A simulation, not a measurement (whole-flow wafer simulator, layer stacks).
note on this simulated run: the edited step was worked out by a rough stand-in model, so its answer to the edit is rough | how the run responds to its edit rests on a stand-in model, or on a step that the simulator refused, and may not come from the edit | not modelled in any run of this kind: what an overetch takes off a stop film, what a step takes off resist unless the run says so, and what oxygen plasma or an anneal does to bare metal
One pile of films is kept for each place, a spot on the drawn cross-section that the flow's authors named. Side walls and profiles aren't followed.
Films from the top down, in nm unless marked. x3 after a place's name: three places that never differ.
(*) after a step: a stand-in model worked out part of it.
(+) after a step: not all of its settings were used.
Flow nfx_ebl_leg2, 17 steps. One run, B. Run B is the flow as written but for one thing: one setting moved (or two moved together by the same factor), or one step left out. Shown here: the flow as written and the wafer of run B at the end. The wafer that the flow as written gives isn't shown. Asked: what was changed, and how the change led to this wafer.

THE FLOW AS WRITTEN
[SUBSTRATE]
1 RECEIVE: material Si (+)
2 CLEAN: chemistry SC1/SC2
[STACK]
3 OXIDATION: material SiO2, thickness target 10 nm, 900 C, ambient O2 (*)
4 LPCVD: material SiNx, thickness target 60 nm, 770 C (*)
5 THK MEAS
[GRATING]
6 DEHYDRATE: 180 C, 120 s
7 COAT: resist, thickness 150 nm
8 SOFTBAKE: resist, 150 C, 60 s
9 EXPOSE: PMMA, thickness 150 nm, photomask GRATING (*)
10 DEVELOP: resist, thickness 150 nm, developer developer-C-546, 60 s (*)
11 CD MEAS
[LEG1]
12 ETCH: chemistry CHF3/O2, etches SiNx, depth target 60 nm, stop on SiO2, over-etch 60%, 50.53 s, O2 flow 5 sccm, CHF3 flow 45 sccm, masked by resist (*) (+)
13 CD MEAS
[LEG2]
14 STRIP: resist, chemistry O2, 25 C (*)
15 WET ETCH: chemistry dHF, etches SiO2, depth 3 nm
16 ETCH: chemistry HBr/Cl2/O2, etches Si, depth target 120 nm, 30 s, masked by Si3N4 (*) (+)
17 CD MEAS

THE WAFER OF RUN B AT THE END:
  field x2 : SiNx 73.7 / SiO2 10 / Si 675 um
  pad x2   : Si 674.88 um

The cause: step 4, LPCVD: thickness target 80.5 nm was run, where the flow has thickness target 60 nm.

How the change led to this, step by step:
  4 LPCVD: material SiNx, thickness target 60 nm, 770 C (*)
      field x2, pad x2: SiNx +80.5 (new film) (as written it would be: SiNx +60 (new film))
  12 ETCH: chemistry CHF3/O2, etches SiNx, depth target 60 nm, stop on SiO2, over-etch 60%, 50.53 s, O2 flow 5 sccm, CHF3 flow 45 sccm, masked by resist (*) (+)
      pad x2: SiNx -80.5 (all of it), SiO2 -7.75 (as written it would be: SiNx -60 (all of it), SiO2 -10 (all of it))
  14 STRIP: resist, chemistry O2, 25 C (*)
      pad x2: nothing (as written it would be: chemical SiO2 +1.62 (new film), Si -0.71)
  15 WET ETCH: chemistry dHF, etches SiO2, depth 3 nm
      pad x2: SiO2 -2.25 (all of it) (as written it would be: chemical SiO2 -1.62 (all of it))
